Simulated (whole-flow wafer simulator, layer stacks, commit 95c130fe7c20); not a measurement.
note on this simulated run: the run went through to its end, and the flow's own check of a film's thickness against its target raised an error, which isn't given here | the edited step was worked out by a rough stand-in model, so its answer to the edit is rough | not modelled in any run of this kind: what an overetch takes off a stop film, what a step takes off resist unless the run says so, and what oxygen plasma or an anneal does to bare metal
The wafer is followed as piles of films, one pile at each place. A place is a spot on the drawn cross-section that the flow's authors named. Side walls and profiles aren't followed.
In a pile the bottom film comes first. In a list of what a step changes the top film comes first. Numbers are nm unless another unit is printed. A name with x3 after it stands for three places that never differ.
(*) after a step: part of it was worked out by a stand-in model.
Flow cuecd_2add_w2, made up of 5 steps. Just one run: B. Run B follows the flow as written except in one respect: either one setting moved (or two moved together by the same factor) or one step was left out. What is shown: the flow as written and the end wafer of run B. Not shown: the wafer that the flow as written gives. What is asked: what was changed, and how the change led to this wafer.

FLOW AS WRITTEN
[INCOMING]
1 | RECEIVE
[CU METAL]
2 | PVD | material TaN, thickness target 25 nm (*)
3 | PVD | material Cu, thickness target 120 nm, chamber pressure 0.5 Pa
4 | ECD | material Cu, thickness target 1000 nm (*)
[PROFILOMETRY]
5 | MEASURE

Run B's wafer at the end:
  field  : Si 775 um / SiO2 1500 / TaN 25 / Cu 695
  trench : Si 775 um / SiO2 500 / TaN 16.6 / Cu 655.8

Cause: step 4, ECD: thickness target 575 nm was run, while the flow as written has thickness target 1000 nm.

How this came from the change, step by step:
  4 | ECD | material Cu, thickness target 1000 nm (*)
      field: Cu gains 575 (in the flow as written it would be: Cu gains 1000)
      trench: Cu gains 575 (in the flow as written it would be: Cu gains 2047.6)
